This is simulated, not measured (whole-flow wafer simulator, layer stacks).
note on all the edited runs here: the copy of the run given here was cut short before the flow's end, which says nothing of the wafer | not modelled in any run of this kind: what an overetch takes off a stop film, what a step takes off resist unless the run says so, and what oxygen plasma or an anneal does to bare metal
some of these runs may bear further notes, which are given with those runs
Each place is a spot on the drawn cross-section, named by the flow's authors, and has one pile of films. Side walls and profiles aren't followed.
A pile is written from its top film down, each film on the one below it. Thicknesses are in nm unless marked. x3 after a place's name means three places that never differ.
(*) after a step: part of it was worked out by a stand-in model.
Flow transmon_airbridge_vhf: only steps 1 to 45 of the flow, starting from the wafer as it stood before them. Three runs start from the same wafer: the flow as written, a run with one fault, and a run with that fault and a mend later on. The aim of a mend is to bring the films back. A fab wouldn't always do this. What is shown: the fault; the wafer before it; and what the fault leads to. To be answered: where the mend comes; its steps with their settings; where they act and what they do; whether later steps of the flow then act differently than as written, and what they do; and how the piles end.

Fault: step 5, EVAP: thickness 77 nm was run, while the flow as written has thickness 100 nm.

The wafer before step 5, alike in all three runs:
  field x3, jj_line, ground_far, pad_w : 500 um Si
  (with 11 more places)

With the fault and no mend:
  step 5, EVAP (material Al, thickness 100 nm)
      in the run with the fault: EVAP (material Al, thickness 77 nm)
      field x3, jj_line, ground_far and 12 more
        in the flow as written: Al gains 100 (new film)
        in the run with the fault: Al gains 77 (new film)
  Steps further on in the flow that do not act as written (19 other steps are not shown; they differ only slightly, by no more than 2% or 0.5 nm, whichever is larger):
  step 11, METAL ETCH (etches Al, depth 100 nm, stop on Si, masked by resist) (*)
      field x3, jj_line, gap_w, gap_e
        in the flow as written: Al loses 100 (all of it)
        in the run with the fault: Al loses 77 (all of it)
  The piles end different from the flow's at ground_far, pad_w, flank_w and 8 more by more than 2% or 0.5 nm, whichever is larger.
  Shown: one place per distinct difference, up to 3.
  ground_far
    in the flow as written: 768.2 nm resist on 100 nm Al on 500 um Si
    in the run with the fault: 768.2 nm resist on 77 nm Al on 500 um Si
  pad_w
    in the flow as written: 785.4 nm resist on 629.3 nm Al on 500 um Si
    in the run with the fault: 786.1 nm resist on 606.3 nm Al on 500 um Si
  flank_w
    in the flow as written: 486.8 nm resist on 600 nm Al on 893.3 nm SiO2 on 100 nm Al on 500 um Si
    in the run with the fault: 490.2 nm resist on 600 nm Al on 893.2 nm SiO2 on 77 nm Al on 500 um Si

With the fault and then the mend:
  The mend follows step 5.
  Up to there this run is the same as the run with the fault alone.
  step 5a, EVAP (material Al, thickness 23 nm) (the flow's step 5 again, with other settings)
      field x3, jj_line, ground_far and 12 more
        Al gains 23
  Every later step of the flow that is run acts as written at every place that is followed.
  By the end, the piles equal the flow's at every place that both follow.
